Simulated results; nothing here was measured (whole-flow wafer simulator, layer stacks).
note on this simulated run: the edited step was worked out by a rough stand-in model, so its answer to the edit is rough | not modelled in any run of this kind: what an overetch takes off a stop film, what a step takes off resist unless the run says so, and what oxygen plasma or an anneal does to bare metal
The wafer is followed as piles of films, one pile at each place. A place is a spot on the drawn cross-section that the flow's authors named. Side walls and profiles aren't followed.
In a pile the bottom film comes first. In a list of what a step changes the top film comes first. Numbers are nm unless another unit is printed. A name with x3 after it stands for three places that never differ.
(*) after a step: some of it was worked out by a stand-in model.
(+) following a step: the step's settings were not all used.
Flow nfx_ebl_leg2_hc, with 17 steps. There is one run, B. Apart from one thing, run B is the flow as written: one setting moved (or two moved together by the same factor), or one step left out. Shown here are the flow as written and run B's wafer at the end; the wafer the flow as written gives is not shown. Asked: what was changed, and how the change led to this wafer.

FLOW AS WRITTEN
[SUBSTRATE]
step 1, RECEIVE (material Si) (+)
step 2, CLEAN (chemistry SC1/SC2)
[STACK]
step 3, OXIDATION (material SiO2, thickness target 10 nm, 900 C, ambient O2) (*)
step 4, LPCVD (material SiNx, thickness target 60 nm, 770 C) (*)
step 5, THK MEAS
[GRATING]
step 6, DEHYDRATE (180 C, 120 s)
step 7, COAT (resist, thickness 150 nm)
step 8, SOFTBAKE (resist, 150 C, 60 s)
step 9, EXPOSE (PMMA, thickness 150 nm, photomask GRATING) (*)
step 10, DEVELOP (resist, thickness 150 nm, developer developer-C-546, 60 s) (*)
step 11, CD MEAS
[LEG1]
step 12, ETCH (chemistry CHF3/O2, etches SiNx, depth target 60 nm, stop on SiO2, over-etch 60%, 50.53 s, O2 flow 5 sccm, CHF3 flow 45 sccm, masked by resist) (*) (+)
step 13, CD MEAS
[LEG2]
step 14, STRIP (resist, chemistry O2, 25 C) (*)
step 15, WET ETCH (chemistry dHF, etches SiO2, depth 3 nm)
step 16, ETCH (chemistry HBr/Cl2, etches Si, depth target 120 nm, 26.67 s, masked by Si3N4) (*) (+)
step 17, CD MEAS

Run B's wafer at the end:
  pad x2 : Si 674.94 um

The reason: step 16, ETCH: depth target 51 nm was run, while the flow as written has depth target 120 nm.

How this came from the change, step by step:
  step 16, ETCH (chemistry HBr/Cl2, etches Si, depth target 120 nm, 26.67 s, masked by Si3N4) (*) (+)
      pad x2: Si loses 51 (in the flow as written it would be: Si loses 120)
